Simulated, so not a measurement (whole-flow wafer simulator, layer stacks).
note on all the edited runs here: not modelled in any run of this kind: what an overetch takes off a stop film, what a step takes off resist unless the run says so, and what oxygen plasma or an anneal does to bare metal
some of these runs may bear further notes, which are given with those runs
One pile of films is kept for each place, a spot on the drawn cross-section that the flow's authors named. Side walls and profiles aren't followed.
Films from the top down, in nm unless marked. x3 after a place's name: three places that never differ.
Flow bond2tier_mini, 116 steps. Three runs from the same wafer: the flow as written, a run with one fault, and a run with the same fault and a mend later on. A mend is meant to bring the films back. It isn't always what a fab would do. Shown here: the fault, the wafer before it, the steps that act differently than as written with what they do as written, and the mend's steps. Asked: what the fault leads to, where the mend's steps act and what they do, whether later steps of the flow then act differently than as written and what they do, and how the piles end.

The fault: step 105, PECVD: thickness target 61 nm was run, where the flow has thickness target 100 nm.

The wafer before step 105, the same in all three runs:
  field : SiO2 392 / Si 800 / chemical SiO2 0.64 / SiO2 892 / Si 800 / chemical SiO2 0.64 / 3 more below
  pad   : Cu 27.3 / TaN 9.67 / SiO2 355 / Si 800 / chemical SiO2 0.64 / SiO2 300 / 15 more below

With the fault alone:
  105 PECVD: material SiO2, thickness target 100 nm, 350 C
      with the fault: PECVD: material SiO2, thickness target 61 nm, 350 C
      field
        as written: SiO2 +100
        with the fault: SiO2 +61
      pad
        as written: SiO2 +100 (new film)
        with the fault: SiO2 +61 (new film)
  Later steps of the flow that act differently than as written (2 more steps differ only slightly, by at most 2% or 0.5 nm, whichever is larger, and aren't shown):
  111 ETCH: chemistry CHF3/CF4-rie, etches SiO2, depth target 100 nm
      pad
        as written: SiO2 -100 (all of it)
        with the fault: SiO2 -61 (all of it), Cu -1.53
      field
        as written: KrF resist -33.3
        with the fault: KrF resist -30.5
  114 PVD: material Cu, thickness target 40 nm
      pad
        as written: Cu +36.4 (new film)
        with the fault: Cu +37.7 (new film)
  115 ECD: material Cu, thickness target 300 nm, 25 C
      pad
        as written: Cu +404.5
        with the fault: Cu +365.3
  At the end the piles differ from the flow's by more than 2% or 0.5 nm, whichever is larger, at field, pad.
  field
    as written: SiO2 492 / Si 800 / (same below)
    with the fault: SiO2 453 / Si 800 / (same below)
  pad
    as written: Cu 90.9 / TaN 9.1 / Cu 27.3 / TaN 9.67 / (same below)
    with the fault: Cu 53 / TaN 9.48 / Cu 25.8 / TaN 9.67 / (same below)

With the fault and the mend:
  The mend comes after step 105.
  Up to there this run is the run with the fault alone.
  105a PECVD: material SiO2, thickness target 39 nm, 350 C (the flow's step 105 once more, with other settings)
      field, pad
        SiO2 +39
  No later step of the flow acts differently than as written at any place that is followed.
  At the end the piles are the same as the flow's at every place that both follow.
